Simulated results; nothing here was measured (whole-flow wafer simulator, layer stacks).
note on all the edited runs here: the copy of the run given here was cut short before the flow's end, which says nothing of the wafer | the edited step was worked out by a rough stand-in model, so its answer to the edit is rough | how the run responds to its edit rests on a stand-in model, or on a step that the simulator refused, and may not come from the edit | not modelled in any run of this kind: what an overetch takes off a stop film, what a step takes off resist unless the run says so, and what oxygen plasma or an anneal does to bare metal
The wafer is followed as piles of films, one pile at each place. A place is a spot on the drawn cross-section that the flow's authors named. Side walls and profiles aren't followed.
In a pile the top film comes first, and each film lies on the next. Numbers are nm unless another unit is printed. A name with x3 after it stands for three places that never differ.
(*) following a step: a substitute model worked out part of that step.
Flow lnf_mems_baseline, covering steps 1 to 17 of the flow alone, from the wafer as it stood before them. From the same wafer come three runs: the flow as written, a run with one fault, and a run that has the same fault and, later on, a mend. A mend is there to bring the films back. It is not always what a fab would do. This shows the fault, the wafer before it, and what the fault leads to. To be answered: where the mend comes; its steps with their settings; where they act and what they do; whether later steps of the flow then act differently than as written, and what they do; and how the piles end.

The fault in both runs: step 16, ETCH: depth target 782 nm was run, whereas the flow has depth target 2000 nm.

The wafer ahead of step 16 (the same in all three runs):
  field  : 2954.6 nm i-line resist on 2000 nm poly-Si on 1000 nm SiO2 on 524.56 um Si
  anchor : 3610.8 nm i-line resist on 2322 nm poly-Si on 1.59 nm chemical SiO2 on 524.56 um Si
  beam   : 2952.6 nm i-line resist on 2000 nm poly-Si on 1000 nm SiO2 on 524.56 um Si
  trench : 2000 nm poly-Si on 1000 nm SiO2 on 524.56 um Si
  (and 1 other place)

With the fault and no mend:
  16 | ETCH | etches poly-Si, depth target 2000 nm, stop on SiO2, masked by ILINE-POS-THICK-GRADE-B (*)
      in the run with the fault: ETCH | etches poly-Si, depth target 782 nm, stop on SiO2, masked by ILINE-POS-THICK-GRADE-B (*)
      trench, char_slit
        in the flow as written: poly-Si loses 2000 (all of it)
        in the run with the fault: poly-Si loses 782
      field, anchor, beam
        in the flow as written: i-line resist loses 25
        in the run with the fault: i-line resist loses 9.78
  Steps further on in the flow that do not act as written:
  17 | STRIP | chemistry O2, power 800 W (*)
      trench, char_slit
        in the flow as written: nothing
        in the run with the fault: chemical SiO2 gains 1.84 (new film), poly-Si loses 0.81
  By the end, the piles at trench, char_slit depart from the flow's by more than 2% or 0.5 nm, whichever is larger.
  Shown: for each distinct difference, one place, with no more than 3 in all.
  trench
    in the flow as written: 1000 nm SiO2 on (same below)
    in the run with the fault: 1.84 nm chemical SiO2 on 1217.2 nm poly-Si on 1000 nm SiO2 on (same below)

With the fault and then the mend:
  After step 17 comes the mend.
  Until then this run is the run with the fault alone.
  17a | COAT | i-line resist, thickness 3000 nm (*) (the flow's step 11 again)
      field
        i-line resist gains 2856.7 (new film)
      anchor
        i-line resist gains 3473.3 (new film)
      beam
        i-line resist gains 2794.6 (new film)
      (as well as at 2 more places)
  17b | SOFTBAKE | 115 C, 90 s (the flow's step 12 again)
      field
        i-line resist gains 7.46
      anchor
        i-line resist gains 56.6
      beam
        i-line resist gains 48.5
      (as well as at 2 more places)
  17c | EXPOSE | photomask CANT, dose 200 mJ/cm2, NA 0.45, wavelength 365 nm (*) (the flow's step 13 again)
      alters no film at any place that is followed
  17d | PEB | i-line resist, 115 C, 90 s (the flow's step 14 again)
      field
        i-line resist loses 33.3
      anchor
        i-line resist loses 43.8
      beam
        i-line resist loses 32.3
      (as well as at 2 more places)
  17e | DEVELOP | i-line resist, thickness 3000 nm, developer developer-F, 60 s (the flow's step 15 again)
      field, anchor
        i-line resist loses 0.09
      trench
        i-line resist loses 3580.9 (all of it)
      char_slit
        i-line resist loses 3623.6 (all of it)
  17f | ETCH | etches poly-Si, depth target 1218 nm, stop on SiO2, masked by ILINE-POS-THICK-GRADE-B (*) (the flow's step 16 again, with other settings)
      field, anchor, beam
        i-line resist loses 15.2
      trench, char_slit
        chemical SiO2 loses 1.84 (all of it), poly-Si loses 1217.2 (all of it)
  17g | STRIP | chemistry O2, power 800 W (*) (the flow's step 17 again)
      field
        i-line resist loses 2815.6 (all of it), chemical SiO2 gains 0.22, poly-Si loses 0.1
      anchor
        i-line resist loses 3470.8 (all of it), chemical SiO2 gains 0.22, poly-Si loses 0.1
      beam
        i-line resist loses 2795.4 (all of it), chemical SiO2 gains 0.22, poly-Si loses 0.1
  Later steps of the flow that are run all act as written at every place that is followed.
  At the end the piles are close to the flow's at the places that both follow, differing by at most 2% or 0.5 nm, whichever is larger.
